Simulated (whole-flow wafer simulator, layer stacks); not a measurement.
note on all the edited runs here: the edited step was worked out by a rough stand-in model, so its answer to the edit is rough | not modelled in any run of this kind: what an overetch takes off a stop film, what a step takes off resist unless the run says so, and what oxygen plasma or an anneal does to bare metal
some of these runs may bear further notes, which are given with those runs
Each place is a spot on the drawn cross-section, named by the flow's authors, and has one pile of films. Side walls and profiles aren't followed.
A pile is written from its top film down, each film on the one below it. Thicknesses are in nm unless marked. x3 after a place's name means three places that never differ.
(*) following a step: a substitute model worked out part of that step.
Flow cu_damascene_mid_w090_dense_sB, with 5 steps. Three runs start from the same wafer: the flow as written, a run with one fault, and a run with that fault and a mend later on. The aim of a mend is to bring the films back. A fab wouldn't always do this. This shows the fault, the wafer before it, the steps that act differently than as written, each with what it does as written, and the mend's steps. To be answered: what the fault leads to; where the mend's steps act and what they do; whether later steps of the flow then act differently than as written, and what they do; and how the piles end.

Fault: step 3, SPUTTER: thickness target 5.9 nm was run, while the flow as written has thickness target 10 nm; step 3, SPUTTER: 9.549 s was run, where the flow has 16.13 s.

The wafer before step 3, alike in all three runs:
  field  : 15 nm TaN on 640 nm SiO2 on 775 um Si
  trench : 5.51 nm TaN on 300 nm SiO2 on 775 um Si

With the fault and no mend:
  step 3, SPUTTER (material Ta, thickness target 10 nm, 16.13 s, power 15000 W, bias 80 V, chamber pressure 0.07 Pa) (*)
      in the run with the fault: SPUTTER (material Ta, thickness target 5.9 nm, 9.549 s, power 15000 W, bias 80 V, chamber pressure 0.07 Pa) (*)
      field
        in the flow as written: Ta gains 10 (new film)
        in the run with the fault: Ta gains 5.9 (new film)
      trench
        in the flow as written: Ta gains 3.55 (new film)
        in the run with the fault: Ta gains 2.09 (new film)
  None of the later steps of the flow differs from how it acts as written, at any place that is followed, by more than 2% or 0.5 nm, whichever is larger.
  The piles end different from the flow's at field, trench by more than 2% or 0.5 nm, whichever is larger.
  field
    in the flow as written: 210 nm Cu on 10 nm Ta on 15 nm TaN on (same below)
    in the run with the fault: 210 nm Cu on 5.9 nm Ta on 15 nm TaN on (same below)
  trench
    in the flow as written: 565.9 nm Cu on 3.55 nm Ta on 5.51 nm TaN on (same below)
    in the run with the fault: 563.3 nm Cu on 2.09 nm Ta on 5.51 nm TaN on (same below)

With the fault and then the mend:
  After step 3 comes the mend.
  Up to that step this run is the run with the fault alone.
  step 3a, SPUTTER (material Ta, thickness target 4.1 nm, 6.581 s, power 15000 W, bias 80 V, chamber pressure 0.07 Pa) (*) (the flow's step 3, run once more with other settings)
      field
        Ta gains 4.1
      trench
        Ta gains 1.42
  None of the later steps of the flow acts differently than as written at any place that is followed.
  The piles end only slightly different from the flow's at the places that both follow, by no more than 2% or 0.5 nm, whichever is larger.
